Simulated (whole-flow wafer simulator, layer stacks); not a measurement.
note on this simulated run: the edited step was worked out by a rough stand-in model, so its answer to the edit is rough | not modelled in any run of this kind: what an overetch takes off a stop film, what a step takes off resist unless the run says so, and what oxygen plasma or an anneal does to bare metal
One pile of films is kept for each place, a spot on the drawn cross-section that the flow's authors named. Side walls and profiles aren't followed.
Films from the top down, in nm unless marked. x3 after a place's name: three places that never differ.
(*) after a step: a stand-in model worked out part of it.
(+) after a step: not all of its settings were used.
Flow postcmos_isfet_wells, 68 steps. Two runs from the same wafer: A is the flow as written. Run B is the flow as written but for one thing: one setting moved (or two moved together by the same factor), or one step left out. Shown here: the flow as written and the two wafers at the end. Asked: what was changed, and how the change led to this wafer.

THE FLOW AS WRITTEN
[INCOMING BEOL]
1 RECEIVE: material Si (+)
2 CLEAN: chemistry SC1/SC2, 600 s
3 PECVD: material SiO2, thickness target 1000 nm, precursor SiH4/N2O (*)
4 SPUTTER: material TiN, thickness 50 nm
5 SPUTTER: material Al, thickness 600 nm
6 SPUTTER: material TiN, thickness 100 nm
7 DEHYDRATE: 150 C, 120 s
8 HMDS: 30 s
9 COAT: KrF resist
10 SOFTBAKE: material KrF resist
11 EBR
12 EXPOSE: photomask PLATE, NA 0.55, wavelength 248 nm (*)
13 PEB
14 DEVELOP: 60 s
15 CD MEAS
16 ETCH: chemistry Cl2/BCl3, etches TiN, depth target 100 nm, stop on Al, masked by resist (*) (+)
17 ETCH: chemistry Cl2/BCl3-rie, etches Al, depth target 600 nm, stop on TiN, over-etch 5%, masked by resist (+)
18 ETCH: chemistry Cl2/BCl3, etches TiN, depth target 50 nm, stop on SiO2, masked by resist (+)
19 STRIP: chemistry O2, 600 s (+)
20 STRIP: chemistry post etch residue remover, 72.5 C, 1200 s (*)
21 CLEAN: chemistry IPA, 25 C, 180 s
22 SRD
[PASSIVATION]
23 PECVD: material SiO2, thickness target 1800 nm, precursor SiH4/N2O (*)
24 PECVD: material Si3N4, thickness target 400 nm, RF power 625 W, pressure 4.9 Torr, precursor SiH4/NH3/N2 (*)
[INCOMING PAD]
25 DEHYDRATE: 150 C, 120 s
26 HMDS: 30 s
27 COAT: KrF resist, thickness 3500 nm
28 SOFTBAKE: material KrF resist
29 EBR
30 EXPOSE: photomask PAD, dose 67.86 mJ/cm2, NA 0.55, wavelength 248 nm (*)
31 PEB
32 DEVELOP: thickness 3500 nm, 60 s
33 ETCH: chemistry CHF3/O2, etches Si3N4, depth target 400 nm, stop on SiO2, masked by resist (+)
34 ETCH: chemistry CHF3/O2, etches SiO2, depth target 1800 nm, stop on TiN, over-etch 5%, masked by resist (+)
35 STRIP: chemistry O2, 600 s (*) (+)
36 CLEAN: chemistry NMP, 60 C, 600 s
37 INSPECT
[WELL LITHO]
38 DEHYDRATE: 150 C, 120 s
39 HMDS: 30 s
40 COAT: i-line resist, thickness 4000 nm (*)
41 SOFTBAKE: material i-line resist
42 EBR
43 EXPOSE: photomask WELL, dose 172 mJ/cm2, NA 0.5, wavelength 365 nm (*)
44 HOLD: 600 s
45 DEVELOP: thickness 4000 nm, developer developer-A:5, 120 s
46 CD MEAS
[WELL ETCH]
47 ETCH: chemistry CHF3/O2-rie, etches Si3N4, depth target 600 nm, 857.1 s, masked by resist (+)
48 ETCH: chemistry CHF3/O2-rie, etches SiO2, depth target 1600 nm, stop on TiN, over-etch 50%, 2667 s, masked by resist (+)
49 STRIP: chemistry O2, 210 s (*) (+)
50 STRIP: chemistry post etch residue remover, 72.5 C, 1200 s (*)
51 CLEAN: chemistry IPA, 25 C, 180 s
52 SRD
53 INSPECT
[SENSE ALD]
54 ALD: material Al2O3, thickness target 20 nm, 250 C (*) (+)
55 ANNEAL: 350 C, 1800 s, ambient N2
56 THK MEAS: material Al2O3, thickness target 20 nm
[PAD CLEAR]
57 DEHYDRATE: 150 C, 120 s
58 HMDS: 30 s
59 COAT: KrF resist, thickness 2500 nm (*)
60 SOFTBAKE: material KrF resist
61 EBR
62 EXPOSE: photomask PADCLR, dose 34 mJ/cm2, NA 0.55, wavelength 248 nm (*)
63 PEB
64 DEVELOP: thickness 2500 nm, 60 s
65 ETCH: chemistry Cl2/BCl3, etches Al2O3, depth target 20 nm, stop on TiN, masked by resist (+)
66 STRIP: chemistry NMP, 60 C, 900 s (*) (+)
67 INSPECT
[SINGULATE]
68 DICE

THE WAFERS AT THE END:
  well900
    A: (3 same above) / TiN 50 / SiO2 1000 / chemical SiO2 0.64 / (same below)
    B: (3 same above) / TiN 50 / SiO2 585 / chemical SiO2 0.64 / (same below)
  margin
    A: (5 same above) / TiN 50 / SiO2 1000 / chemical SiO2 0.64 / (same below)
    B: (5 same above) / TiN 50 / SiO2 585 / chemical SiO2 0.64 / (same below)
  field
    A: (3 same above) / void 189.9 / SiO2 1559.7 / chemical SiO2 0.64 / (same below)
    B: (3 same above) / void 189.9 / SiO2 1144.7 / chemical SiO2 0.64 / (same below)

The cause: step 3, PECVD: thickness target 585 nm was run, where the flow has thickness target 1000 nm.
It can be read off the wafer: well900 has SiO2 585, and step 3 as written asks for 1000 nm.

How the change led to this, step by step:
  3 PECVD: material SiO2, thickness target 1000 nm, precursor SiH4/N2O (*)
      field, margin, well900, well1300 x3, pad_rim, pad_clr, pad_open: A SiO2 +1000 (new film) | B SiO2 +585 (new film)
